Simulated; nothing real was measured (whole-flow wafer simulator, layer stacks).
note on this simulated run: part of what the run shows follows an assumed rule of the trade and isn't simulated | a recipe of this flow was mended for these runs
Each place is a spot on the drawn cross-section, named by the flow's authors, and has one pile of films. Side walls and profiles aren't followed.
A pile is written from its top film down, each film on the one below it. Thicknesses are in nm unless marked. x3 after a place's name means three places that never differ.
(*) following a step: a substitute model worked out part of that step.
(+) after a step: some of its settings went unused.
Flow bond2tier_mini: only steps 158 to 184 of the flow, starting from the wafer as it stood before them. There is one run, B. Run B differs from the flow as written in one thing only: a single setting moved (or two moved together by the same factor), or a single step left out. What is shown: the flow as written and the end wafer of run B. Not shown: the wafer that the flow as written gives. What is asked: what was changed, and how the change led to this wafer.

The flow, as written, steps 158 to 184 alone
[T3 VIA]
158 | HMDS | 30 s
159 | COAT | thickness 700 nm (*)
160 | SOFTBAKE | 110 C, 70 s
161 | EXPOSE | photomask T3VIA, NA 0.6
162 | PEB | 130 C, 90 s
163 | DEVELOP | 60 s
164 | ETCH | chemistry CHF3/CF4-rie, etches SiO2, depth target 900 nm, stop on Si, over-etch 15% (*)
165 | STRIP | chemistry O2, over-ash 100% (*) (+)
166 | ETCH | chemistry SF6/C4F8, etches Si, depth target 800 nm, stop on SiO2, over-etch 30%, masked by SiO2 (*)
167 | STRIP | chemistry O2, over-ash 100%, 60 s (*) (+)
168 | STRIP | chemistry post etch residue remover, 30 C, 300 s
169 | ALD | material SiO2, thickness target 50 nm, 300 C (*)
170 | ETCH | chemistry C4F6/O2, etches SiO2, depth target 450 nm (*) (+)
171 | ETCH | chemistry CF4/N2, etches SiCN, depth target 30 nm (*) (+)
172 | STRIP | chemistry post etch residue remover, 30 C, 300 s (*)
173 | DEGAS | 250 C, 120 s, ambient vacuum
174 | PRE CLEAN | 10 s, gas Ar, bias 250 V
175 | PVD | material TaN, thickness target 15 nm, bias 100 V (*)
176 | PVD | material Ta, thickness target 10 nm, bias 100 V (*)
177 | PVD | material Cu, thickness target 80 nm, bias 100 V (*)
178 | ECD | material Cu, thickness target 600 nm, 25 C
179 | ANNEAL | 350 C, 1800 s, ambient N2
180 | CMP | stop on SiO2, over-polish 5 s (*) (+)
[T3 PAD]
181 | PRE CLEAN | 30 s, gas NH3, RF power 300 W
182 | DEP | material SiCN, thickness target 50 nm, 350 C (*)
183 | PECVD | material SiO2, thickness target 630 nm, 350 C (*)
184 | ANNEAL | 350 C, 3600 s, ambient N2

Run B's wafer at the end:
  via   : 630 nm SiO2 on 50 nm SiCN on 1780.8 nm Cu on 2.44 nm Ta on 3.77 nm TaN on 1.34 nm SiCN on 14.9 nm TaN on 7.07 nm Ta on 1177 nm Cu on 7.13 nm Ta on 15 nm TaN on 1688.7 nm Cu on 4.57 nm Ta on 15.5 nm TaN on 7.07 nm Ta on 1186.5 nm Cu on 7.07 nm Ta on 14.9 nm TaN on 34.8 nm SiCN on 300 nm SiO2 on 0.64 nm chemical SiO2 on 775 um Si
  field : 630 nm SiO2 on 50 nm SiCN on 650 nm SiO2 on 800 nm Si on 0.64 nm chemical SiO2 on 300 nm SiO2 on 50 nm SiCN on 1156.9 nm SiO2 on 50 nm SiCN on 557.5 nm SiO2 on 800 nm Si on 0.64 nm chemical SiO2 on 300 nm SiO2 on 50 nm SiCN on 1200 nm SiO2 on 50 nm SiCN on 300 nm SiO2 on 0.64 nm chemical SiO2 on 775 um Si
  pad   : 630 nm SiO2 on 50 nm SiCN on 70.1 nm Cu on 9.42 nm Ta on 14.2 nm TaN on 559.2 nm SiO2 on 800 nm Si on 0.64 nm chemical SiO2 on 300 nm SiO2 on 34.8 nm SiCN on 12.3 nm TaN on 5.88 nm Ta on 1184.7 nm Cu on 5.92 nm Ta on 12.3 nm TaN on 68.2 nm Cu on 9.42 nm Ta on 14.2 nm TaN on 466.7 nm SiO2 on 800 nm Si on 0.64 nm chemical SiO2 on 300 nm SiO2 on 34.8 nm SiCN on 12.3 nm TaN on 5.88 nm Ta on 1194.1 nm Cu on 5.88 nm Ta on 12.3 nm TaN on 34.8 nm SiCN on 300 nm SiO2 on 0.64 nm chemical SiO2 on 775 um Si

The reason: step 169, ALD: thickness target 142.5 nm was run, while the flow as written has thickness target 50 nm.

The path from the change to this, step by step:
  169 | ALD | material SiO2, thickness target 50 nm, 300 C (*)
      field, pad, via: +142.5 SiO2 (in the flow as written it would be: +50 SiO2)
  170 | ETCH | chemistry C4F6/O2, etches SiO2, depth target 450 nm (*) (+)
      via: -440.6 SiO2 (all of it), -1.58 SiCN (in the flow as written it would be: -348.1 SiO2 (all of it), -17.2 SiCN)
  171 | ETCH | chemistry CF4/N2, etches SiCN, depth target 30 nm (*) (+)
      via: -30 SiCN (in the flow as written it would be: -17.6 SiCN (all of it), -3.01 TaN)
  174 | PRE CLEAN | 10 s, gas Ar, bias 250 V
      via: -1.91 SiCN (in the flow as written it would be: -3.19 TaN)
  175 | PVD | material TaN, thickness target 15 nm, bias 100 V (*)
      via: +3.77 TaN (new film) (in the flow as written it would be: +6.94 TaN)
  176 | PVD | material Ta, thickness target 10 nm, bias 100 V (*)
      via: +2.44 Ta (new film) (in the flow as written it would be: +4.57 Ta (new film))
  177 | PVD | material Cu, thickness target 80 nm, bias 100 V (*)
      via: +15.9 Cu (new film) (in the flow as written it would be: +35 Cu (new film))
  178 | ECD | material Cu, thickness target 600 nm, 25 C
      via: +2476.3 Cu (in the flow as written it would be: +2367 Cu)
If metal films that touch count as one body, via has 2 bodies (between them, from the top down: SiCN 1.34); the flow as written gives 1 body.
